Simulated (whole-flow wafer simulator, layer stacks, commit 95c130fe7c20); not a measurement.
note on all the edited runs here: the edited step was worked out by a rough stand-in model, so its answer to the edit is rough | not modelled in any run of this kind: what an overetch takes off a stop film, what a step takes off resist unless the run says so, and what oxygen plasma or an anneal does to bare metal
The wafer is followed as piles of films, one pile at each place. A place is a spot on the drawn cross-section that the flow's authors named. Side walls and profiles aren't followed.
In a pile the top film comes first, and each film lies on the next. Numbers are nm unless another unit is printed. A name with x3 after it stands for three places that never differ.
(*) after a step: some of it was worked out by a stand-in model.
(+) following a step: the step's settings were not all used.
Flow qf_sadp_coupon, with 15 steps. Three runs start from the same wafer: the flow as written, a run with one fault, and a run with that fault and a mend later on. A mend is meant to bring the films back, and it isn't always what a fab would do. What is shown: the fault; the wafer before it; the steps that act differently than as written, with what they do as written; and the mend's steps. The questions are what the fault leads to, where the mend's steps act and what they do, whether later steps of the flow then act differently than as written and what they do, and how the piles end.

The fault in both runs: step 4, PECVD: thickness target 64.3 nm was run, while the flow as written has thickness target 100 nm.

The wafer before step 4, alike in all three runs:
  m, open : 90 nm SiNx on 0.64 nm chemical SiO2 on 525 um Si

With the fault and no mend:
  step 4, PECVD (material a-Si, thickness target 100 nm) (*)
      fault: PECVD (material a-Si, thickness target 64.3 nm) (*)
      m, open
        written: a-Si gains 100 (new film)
        fault: a-Si gains 64.3 (new film)
  Steps later in the flow that act otherwise than as written:
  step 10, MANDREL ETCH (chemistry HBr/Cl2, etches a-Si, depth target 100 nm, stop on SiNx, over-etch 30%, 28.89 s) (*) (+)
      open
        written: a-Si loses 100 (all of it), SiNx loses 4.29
        fault: a-Si loses 64.3 (all of it), SiNx loses 9.39
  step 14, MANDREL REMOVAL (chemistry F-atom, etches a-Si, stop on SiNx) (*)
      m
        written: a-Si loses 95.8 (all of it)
        fault: a-Si loses 60.1 (all of it)
  The piles end different from the flow's at open by more than 2% or 0.5 nm, whichever is larger.
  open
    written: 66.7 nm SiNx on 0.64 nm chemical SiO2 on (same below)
    fault: 61.6 nm SiNx on 0.64 nm chemical SiO2 on (same below)

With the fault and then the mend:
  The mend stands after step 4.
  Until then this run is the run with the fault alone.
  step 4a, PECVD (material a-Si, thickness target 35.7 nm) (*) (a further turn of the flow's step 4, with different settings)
      m, open
        a-Si gains 35.7
  Later steps of the flow that are run all act as written at every place that is followed.
  The piles end the same as the flow's at every place that both follow.
